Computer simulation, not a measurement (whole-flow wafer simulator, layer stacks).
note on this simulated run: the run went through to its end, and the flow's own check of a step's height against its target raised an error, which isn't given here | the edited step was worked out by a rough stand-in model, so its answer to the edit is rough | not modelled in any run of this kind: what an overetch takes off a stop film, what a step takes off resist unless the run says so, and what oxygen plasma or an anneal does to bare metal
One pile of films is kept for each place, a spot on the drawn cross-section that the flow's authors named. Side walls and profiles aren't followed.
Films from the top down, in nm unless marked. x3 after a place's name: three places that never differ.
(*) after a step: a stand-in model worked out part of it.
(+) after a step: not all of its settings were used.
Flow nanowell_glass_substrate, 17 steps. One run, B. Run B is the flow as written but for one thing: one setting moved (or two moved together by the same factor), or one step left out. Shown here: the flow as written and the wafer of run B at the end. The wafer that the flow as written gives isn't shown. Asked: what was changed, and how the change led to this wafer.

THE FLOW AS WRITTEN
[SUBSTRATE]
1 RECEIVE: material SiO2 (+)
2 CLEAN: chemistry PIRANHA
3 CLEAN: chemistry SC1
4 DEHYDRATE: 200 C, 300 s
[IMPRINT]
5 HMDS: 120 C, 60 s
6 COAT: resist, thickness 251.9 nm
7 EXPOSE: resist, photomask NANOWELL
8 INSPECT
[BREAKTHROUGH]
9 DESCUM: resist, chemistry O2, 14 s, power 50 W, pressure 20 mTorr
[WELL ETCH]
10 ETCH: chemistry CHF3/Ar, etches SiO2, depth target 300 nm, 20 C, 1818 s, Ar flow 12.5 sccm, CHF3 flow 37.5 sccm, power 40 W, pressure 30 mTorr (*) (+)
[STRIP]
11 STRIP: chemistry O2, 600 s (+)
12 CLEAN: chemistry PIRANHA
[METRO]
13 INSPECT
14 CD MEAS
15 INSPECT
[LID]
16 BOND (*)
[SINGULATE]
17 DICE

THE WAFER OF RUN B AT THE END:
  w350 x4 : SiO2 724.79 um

The cause: step 10, ETCH: depth target 207.6 nm was run, where the flow has depth target 300 nm; step 10, ETCH: 1258 s was run, where the flow has 1818 s.

How the change led to this, step by step:
  10 ETCH: chemistry CHF3/Ar, etches SiO2, depth target 300 nm, 20 C, 1818 s, Ar flow 12.5 sccm, CHF3 flow 37.5 sccm, power 40 W, pressure 30 mTorr (*) (+)
      w350 x4: SiO2 -207.6 (as written it would be: SiO2 -300)
      land: resist -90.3 (as written it would be: resist -130.4)
  11 STRIP: chemistry O2, 600 s (+)
      land: resist -166.1 (all of it) (as written it would be: resist -125.9 (all of it))
